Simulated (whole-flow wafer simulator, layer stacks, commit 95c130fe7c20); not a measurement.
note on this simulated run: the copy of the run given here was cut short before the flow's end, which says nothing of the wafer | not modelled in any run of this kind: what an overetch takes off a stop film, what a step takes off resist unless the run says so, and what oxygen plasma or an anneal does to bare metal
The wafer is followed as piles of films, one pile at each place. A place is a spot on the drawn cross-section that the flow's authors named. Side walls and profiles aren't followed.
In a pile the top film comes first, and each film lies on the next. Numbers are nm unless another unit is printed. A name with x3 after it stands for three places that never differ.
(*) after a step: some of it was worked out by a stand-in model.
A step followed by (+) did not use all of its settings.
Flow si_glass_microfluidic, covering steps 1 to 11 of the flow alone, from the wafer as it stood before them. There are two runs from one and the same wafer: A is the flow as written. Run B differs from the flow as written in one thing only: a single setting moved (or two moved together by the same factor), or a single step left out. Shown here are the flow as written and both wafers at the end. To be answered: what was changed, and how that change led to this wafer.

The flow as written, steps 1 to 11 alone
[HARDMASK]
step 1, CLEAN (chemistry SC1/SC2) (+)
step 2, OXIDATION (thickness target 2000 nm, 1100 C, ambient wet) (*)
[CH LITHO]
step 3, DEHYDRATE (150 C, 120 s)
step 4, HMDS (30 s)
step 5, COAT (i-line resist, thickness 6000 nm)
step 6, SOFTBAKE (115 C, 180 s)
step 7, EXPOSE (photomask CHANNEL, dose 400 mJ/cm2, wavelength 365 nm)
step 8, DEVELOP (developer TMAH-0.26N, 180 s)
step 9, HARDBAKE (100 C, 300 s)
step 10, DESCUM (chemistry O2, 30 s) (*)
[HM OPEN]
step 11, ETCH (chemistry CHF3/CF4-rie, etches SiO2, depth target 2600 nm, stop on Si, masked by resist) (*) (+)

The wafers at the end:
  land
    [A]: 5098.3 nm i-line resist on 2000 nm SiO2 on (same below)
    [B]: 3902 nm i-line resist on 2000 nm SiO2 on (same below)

Cause: step 5, COAT: thickness 4800 nm was run, whereas the flow has thickness 6000 nm.

The path from the change to this, step by step:
  step 5, COAT (i-line resist, thickness 6000 nm)
      land, ch100 x9: A +6000 i-line resist (new film) | B +4800 i-line resist (new film)
  step 8, DEVELOP (developer TMAH-0.26N, 180 s)
      ch100 x9: A -6000 i-line resist (all of it) | B -4800 i-line resist (all of it)
  step 9, HARDBAKE (100 C, 300 s)
      land: A -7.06 i-line resist | B -3.36 i-line resist
